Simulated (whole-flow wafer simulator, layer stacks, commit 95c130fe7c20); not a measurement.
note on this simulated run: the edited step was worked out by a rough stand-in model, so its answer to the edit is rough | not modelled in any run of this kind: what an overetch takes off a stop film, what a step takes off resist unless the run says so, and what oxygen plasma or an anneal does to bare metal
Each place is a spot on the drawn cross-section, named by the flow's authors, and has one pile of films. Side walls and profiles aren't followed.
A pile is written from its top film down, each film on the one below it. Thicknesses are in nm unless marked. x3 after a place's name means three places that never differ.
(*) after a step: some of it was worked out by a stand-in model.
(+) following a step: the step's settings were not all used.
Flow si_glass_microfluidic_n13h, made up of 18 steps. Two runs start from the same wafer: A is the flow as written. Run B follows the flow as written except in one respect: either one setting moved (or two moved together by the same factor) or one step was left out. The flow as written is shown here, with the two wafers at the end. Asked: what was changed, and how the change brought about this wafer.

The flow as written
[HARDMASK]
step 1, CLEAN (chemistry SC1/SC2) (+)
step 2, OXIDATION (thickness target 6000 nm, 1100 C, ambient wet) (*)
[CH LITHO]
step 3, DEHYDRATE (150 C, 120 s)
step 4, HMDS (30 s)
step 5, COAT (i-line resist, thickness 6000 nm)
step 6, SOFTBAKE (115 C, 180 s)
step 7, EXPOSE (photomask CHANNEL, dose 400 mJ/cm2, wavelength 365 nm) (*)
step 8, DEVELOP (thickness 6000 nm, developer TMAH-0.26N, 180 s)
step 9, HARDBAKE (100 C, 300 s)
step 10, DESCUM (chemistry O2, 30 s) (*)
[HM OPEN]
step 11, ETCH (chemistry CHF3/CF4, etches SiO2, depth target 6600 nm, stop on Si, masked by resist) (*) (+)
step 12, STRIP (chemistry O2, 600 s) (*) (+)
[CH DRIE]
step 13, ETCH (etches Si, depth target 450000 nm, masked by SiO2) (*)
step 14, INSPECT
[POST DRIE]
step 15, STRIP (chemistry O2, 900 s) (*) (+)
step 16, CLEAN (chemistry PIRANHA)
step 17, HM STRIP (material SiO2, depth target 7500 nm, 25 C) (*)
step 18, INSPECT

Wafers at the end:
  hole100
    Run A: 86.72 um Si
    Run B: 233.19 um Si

The reason: step 13, ETCH: depth target 303800 nm was run, whereas the flow has depth target 450000 nm.

How this came from the change, step by step:
  step 13, ETCH (etches Si, depth target 450000 nm, masked by SiO2) (*)
      land: A SiO2 loses 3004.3 | B SiO2 loses 2027.8
      hole100: A chemical SiO2 loses 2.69 (all of it), Si loses 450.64 um | B chemical SiO2 loses 2.69 (all of it), Si loses 304.17 um
  step 17, HM STRIP (material SiO2, depth target 7500 nm, 25 C) (*)
      land: A SiO2 loses 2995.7 (all of it) | B SiO2 loses 3972.2 (all of it)
